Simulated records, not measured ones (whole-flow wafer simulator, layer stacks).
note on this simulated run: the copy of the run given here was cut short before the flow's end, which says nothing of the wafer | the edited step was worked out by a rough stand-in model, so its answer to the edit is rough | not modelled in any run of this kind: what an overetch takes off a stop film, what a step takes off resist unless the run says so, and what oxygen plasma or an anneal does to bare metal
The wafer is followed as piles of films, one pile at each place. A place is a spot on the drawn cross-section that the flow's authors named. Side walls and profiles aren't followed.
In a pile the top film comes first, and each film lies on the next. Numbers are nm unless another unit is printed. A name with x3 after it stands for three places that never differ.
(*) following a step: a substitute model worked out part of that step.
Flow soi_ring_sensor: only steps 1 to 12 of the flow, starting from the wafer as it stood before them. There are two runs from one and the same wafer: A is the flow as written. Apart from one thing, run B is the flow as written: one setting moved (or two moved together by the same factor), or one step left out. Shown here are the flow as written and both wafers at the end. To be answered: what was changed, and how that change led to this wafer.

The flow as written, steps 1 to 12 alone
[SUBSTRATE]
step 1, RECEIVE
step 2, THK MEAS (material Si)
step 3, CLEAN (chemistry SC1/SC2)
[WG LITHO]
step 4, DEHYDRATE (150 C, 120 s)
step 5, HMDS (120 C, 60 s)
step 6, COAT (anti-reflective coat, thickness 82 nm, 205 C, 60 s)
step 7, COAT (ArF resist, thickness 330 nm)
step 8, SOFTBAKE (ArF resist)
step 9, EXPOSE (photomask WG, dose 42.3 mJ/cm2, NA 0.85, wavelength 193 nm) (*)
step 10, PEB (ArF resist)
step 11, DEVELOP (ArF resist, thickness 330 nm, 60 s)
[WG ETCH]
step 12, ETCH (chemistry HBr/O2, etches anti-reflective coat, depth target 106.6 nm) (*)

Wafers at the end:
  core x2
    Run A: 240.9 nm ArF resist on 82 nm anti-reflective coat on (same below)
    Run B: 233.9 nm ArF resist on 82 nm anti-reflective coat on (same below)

Cause: step 12, ETCH: depth target 115.3 nm was run, while the flow as written has depth target 106.6 nm.

Step by step, how the change led to this:
  step 12, ETCH (chemistry HBr/O2, etches anti-reflective coat, depth target 106.6 nm) (*)
      core x2: A -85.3 ArF resist | B -92.2 ArF resist
